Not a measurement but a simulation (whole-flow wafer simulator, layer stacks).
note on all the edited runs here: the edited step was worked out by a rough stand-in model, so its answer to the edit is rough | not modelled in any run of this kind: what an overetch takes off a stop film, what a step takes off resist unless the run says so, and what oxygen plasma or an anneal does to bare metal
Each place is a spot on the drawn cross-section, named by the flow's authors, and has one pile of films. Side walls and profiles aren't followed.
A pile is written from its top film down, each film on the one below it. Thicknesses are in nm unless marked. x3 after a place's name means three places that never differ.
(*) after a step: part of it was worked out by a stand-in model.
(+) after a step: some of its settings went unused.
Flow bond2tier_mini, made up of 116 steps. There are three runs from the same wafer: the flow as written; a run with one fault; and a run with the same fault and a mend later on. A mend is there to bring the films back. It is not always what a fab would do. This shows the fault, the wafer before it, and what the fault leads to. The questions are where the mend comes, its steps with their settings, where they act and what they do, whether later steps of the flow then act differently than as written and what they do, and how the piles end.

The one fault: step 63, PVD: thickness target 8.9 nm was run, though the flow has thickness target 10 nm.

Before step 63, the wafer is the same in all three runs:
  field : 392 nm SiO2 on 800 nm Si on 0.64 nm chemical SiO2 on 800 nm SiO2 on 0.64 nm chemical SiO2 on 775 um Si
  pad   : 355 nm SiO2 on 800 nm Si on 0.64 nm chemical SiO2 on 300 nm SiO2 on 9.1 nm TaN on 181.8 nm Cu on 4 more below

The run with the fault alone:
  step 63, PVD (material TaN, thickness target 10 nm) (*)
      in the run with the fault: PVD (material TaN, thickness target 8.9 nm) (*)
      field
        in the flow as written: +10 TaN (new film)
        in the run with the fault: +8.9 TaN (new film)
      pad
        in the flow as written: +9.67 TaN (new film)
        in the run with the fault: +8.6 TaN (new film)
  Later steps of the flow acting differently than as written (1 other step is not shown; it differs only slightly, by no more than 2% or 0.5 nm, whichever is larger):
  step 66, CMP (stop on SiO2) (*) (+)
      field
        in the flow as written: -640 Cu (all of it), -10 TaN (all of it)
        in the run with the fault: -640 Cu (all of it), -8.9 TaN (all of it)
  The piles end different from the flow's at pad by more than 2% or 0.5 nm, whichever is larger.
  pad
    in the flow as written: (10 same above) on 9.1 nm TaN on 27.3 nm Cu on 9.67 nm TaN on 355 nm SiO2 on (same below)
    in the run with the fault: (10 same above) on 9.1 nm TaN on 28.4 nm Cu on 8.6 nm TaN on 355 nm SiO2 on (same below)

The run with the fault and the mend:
  The mend follows step 63.
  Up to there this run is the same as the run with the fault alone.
  step 63a, PVD (material TaN, thickness target 1.1 nm) (*) (a further turn of the flow's step 63, with different settings)
      field
        +1.1 TaN
      pad
        +1.06 TaN
  Every later step of the flow that is run acts as written at every place that is followed.
  At every place that both follow, the piles at the end match the flow's.
